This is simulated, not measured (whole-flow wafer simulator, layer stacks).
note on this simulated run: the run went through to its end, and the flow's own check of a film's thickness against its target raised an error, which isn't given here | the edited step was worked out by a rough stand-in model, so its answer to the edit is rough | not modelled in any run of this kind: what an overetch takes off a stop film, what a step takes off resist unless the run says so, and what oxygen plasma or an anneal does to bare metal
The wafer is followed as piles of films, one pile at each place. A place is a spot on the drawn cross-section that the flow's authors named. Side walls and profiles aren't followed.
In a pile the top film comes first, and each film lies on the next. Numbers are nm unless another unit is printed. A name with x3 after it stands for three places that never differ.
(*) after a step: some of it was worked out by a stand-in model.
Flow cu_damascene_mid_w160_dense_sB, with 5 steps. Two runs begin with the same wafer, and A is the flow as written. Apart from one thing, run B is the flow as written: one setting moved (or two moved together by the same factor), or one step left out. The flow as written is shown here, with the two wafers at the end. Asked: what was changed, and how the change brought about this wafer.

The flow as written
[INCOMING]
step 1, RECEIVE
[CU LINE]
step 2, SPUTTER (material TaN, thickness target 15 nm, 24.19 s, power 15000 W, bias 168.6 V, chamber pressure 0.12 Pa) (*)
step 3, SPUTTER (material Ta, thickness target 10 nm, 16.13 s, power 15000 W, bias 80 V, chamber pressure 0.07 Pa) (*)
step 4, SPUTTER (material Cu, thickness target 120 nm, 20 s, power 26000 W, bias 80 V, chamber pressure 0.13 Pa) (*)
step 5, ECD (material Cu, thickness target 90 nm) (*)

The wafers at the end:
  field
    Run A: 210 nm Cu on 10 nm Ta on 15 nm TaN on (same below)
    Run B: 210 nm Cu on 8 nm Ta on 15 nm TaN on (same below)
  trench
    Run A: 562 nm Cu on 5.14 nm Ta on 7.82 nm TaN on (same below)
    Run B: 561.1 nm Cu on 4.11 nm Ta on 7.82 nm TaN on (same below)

The reason: step 3, SPUTTER: thickness target 8 nm was run, whereas the flow has thickness target 10 nm; step 3, SPUTTER: 12.9 s was run, where the flow has 16.13 s.
The wafer itself shows it: field has Ta 8, and step 3 as written asks for 10 nm.

The path from the change to this, step by step:
  step 3, SPUTTER (material Ta, thickness target 10 nm, 16.13 s, power 15000 W, bias 80 V, chamber pressure 0.07 Pa) (*)
      field: A +10 Ta (new film) | B +8 Ta (new film)
      trench: A +5.14 Ta (new film) | B +4.11 Ta (new film)
